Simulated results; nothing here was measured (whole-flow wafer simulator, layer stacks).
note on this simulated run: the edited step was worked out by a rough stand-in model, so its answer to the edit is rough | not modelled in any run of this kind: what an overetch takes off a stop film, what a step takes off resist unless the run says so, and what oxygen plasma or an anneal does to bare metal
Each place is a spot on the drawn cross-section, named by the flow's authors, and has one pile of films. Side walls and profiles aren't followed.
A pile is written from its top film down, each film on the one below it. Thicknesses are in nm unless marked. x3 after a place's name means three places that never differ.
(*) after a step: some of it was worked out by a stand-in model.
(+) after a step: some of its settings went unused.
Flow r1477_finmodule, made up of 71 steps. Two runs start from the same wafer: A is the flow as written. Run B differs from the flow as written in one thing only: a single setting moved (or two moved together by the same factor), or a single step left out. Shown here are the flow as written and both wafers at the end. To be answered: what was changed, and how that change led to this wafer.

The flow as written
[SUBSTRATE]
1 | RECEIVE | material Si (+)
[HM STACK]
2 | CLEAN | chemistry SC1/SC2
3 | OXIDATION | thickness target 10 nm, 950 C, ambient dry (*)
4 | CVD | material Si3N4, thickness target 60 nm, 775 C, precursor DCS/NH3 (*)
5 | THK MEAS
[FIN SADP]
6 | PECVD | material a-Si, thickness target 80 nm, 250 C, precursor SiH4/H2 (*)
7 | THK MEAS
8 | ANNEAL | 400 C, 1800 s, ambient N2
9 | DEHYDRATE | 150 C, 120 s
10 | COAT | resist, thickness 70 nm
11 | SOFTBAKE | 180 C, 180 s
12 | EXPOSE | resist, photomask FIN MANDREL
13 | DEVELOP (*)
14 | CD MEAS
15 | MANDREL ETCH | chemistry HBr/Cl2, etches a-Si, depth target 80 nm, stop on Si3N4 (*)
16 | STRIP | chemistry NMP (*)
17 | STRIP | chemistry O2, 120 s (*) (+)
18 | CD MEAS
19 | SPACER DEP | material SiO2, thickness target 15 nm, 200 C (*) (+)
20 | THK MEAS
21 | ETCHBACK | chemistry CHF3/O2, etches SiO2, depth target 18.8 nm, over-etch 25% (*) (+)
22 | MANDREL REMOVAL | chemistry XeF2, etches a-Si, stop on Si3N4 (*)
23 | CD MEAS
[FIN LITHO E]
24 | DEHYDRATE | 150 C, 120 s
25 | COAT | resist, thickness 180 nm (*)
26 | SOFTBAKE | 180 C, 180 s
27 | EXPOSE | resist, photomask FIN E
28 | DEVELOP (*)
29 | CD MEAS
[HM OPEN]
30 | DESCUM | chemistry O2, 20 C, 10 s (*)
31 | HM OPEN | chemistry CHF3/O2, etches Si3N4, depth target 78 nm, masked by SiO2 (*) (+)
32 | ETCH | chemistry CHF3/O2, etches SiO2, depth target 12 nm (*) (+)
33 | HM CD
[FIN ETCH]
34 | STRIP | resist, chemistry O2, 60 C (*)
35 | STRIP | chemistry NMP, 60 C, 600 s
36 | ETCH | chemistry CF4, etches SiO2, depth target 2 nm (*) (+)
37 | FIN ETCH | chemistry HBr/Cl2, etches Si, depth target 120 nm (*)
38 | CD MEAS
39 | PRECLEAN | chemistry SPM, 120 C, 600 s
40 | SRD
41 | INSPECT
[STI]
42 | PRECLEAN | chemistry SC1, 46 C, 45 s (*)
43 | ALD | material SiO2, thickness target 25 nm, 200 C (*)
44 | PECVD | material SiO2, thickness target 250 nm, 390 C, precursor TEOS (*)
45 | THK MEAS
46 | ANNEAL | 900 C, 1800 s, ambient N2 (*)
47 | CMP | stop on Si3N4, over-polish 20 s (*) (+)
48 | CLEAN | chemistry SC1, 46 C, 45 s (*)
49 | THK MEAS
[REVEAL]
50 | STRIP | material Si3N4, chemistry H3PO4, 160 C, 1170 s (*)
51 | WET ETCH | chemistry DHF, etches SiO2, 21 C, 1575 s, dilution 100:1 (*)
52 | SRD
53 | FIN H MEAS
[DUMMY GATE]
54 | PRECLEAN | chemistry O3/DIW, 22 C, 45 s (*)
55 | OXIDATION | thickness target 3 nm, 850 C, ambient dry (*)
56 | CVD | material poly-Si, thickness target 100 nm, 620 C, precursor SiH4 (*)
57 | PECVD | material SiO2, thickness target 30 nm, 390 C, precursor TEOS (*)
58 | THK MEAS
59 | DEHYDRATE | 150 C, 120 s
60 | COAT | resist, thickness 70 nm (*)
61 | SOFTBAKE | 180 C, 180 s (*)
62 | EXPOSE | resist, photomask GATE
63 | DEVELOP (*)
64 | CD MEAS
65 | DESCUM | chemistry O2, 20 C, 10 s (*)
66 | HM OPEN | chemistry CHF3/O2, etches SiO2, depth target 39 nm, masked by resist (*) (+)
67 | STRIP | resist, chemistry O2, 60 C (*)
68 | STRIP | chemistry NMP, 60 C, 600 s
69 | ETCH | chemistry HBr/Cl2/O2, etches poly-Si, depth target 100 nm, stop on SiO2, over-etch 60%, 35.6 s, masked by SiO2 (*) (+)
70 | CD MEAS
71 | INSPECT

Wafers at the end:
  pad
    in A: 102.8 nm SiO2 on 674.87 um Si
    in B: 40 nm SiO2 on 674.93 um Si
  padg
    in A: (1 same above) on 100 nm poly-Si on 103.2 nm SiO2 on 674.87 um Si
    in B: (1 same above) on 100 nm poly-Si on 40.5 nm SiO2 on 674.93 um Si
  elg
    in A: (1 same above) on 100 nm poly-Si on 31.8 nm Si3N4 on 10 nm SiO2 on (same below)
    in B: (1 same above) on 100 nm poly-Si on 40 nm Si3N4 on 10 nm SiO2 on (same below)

Cause: step 37, FIN ETCH: depth target 57 nm was run, whereas the flow has depth target 120 nm.

Step by step, how the change led to this:
  37 | FIN ETCH | chemistry HBr/Cl2, etches Si, depth target 120 nm (*)
      pad, padg, esg and 19 more: A -120 Si | B -57 Si
      elg, e40lg, e100lg, e200lg, elo, e40lo, e100lo, e200lo: A -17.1 Si3N4 | B -8.14 Si3N4
      (also at 6 further places)
  43 | ALD | material SiO2, thickness target 25 nm, 200 C (*)
      s40cg, s45cg, s50cg, s40co, s45co, s50co: A +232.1 SiO2 (new film) | B +173.9 SiO2 (new film)
      esg: A +194.3 SiO2 (new film) | B +140.3 SiO2 (new film)
  47 | CMP | stop on Si3N4, over-polish 20 s (*) (+)
      pad, padg, e40sg and 11 more: A -71.8 SiO2 | B -134.8 SiO2
      elg, esg, e40lg and 6 more: A -241.6 SiO2 | B -250.6 SiO2
      (also at 1 further place)
  51 | WET ETCH | chemistry DHF, etches SiO2, 21 C, 1575 s, dilution 100:1 (*)
      elg, e40lg, e100lg, e200lg, elo, e40lo, e100lo, e200lo: A -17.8 SiO2 (all of it), -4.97 Si3N4 | B -8.85 SiO2 (all of it), -5.7 Si3N4
  56 | CVD | material poly-Si, thickness target 100 nm, 620 C, precursor SiH4 (*)
      esg: A +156 poly-Si (new film) | B +164.2 poly-Si (new film)
  60 | COAT | resist, thickness 70 nm (*)
      e40sg, eso, e40so: A +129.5 resist (new film) | B +137.2 resist (new film)
      e100sg, e100so: A +129.4 resist (new film) | B +137.2 resist (new film)
      (also at 2 further places)
  63 | DEVELOP (*)
      eso, e40so: A -129.5 resist (all of it) | B -137.2 resist (all of it)
      e100so: A -129.4 resist (all of it) | B -137.2 resist (all of it)
      (also at 1 further place)
  67 | STRIP | resist, chemistry O2, 60 C (*)
      e40sg: A -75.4 resist (all of it) | B -83.1 resist (all of it)
      e100sg: A -75.3 resist (all of it) | B -83.1 resist (all of it)
      (also at 1 further place)
